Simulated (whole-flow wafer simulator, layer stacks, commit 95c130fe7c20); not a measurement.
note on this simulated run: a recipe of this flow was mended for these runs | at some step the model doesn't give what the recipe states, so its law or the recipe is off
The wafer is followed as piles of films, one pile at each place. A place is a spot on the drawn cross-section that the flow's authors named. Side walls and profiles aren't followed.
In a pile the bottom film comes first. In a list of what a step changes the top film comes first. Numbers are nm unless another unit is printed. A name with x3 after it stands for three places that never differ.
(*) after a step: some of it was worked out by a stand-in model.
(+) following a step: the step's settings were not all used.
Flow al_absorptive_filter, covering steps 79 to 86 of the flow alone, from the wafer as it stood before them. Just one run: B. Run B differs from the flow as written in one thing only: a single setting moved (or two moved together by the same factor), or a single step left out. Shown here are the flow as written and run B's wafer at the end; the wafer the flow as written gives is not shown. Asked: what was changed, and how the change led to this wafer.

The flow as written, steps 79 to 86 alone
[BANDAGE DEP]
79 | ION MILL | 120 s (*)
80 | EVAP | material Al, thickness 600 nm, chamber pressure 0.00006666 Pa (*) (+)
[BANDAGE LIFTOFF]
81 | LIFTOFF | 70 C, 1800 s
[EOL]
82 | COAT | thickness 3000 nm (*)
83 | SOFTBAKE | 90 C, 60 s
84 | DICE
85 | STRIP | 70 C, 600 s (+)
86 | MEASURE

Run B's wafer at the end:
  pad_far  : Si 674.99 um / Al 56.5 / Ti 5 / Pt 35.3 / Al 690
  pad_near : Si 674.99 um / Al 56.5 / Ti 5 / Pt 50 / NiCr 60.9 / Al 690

What caused this: step 80, EVAP: thickness 690 nm was run, whereas the flow has thickness 600 nm.
The wafer lets one read it off: pad_far has Al 690, and step 80 as written asks for 600 nm.

Step by step, how the change led to this:
  80 | EVAP | material Al, thickness 600 nm, chamber pressure 0.00006666 Pa (*) (+)
      gnd, pad_far, pad_near and 11 more: Al gains 690 (new film) (as written it would have been: Al gains 600 (new film))
  81 | LIFTOFF | 70 C, 1800 s
      xa_field, xl_land, idc_field: Al loses 690 (all of it), i-line-resist loses 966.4 (all of it), lift-off-underlayer loses 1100 (all of it), acrylic-e-beam-resist loses 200 (all of it) (as written it would have been: Al loses 600 (all of it), i-line-resist loses 966.4 (all of it), lift-off-underlayer loses 1100 (all of it), acrylic-e-beam-resist loses 200 (all of it))
      gnd: Al loses 690 (all of it), i-line-resist loses 968.3 (all of it), lift-off-underlayer loses 1103.3 (all of it), acrylic-e-beam-resist loses 200.9 (all of it) (as written it would have been: Al loses 600 (all of it), i-line-resist loses 968.3 (all of it), lift-off-underlayer loses 1103.3 (all of it), acrylic-e-beam-resist loses 200.9 (all of it))
      (also at 8 further places)
  82 | COAT | thickness 3000 nm (*)
      pad_far: i-line-resist gains 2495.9 (new film) (as written it would have been: i-line-resist gains 2560.9 (new film))
      pad_near: i-line-resist gains 2414.9 (new film) (as written it would have been: i-line-resist gains 2480.3 (new film))
  83 | SOFTBAKE | 90 C, 60 s
      gnd: i-line-resist gains 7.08 (as written it would have been: i-line-resist gains 6.13)
      pad_far: i-line-resist loses 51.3 (as written it would have been: i-line-resist loses 44.2)
      (also at 2 further places)
  85 | STRIP | 70 C, 600 s (+)
      pad_far: i-line-resist loses 2444.7 (all of it) (as written it would have been: i-line-resist loses 2516.7 (all of it))
      pad_near: i-line-resist loses 2367 (all of it) (as written it would have been: i-line-resist loses 2439.3 (all of it))
